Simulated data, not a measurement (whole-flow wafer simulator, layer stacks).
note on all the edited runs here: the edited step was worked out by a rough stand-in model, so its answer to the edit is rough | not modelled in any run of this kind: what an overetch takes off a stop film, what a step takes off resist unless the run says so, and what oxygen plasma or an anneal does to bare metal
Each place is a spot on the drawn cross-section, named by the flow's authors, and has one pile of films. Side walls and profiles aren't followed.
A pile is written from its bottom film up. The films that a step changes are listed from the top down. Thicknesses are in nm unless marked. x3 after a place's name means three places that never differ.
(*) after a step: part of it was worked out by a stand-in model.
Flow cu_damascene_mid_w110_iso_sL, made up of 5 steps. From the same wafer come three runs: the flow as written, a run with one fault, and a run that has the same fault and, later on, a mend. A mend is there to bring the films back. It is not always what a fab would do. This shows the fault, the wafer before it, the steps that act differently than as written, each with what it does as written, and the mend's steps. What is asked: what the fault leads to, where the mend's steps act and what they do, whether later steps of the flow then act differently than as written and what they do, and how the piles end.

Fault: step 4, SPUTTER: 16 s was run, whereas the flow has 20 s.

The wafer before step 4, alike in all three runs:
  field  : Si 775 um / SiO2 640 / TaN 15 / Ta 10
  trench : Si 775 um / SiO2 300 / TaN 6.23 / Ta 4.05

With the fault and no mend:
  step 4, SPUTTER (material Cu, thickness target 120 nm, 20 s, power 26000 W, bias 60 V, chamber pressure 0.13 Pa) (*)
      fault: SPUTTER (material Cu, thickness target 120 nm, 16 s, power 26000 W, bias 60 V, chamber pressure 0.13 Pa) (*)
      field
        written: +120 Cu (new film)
        fault: +96 Cu (new film)
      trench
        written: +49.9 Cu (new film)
        fault: +39.9 Cu (new film)
  Later steps of the flow acting differently than as written:
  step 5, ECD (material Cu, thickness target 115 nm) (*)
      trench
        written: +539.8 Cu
        fault: +525.8 Cu
  The piles end different from the flow's at field, trench by more than 2% or 0.5 nm, whichever is larger.
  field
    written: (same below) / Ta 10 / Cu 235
    fault: (same below) / Ta 10 / Cu 211
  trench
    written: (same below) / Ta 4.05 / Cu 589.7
    fault: (same below) / Ta 4.05 / Cu 565.7

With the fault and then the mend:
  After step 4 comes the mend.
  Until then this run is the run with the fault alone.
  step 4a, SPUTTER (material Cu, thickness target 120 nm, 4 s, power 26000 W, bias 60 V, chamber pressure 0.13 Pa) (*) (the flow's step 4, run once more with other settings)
      field
        +24 Cu
      trench
        +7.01 Cu
  Later steps of the flow that are run all act as written at every place that is followed, up to a difference of at most 2% or 0.5 nm, whichever is larger.
  By the end, the piles equal the flow's at every place that both follow.
